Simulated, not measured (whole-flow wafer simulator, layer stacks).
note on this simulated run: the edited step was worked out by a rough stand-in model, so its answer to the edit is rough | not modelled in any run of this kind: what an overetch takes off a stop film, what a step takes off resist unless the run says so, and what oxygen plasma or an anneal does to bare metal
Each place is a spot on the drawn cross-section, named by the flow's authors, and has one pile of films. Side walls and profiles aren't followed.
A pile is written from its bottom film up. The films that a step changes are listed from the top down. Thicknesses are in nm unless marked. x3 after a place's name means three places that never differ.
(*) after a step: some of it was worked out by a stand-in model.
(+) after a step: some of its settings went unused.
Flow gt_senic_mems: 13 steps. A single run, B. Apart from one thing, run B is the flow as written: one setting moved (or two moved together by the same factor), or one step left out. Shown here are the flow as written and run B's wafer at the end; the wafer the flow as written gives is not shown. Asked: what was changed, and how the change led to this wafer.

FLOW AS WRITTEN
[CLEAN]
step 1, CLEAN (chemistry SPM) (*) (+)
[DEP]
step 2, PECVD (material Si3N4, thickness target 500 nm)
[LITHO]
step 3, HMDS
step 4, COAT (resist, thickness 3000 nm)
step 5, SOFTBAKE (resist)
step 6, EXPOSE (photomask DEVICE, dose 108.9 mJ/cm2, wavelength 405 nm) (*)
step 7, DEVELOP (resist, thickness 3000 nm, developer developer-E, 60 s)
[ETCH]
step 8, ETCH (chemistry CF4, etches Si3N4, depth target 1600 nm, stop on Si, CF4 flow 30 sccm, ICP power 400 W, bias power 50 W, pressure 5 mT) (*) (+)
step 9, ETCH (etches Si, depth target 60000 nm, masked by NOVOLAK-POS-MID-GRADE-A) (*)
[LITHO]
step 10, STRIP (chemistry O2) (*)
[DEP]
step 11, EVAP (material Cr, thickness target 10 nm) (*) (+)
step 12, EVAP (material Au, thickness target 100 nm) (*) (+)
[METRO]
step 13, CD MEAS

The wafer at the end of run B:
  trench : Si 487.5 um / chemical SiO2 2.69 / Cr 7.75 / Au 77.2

The reason: step 9, ETCH: depth target 37500 nm was run, while the flow as written has depth target 60000 nm.

Step by step, how the change led to this:
  step 9, ETCH (etches Si, depth target 60000 nm, masked by NOVOLAK-POS-MID-GRADE-A) (*)
      field: resist loses 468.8 (it would be, as written: resist loses 750)
      trench: Si loses 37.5 um (it would be, as written: Si loses 60 um)
  step 10, STRIP (chemistry O2) (*)
      field: resist loses 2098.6 (all of it) (it would be, as written: resist loses 1817.3 (all of it))
  step 11, EVAP (material Cr, thickness target 10 nm) (*) (+)
      trench: Cr gains 7.75 (new film) (it would be, as written: Cr gains 6.45 (new film))
  step 12, EVAP (material Au, thickness target 100 nm) (*) (+)
      trench: Au gains 77.2 (new film) (it would be, as written: Au gains 64.1 (new film))
